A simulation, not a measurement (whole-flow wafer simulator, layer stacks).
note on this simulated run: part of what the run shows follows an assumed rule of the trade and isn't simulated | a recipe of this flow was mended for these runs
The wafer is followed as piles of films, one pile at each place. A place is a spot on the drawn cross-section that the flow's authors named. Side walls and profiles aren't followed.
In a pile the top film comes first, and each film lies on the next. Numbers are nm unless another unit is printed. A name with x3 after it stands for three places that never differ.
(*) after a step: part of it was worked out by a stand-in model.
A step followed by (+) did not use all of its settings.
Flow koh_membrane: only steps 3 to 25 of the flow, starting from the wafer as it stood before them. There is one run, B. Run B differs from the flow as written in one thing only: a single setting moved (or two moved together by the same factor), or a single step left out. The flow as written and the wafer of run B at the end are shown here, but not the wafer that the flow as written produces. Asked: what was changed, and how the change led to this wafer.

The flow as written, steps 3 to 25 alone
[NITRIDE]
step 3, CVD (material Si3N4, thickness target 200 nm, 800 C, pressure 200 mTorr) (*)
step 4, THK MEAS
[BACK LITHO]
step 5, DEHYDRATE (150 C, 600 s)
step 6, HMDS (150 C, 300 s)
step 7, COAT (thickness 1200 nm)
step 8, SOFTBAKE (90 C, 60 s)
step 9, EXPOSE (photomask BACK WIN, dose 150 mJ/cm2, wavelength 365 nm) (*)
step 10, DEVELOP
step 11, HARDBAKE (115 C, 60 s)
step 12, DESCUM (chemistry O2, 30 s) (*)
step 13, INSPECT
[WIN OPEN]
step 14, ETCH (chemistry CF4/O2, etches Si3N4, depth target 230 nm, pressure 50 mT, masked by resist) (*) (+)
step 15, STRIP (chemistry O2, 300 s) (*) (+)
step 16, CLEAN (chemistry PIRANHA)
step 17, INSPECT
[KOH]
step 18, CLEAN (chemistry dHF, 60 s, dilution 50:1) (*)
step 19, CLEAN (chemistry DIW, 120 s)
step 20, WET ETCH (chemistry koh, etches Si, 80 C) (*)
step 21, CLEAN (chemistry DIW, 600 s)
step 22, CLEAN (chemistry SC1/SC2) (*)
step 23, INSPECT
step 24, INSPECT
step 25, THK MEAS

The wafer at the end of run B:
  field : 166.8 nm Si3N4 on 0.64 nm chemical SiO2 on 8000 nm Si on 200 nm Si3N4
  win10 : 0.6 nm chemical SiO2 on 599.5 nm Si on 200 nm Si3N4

The reason: step 3, CVD: 788 C was run, whereas the flow has 800 C.

The path from the change to this, step by step:
  step 3, CVD (material Si3N4, thickness target 200 nm, 800 C, pressure 200 mTorr) (*)
      field, win20 x4, win10: +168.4 Si3N4 (new film) (it would be, as written: +200 Si3N4 (new film))
  step 14, ETCH (chemistry CF4/O2, etches Si3N4, depth target 230 nm, pressure 50 mT, masked by resist) (*) (+)
      win20 x4, win10: -168.4 Si3N4 (all of it), -0.64 chemical SiO2 (all of it), -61 Si (it would be, as written: -200 Si3N4 (all of it), -0.64 chemical SiO2 (all of it), -29.4 Si)
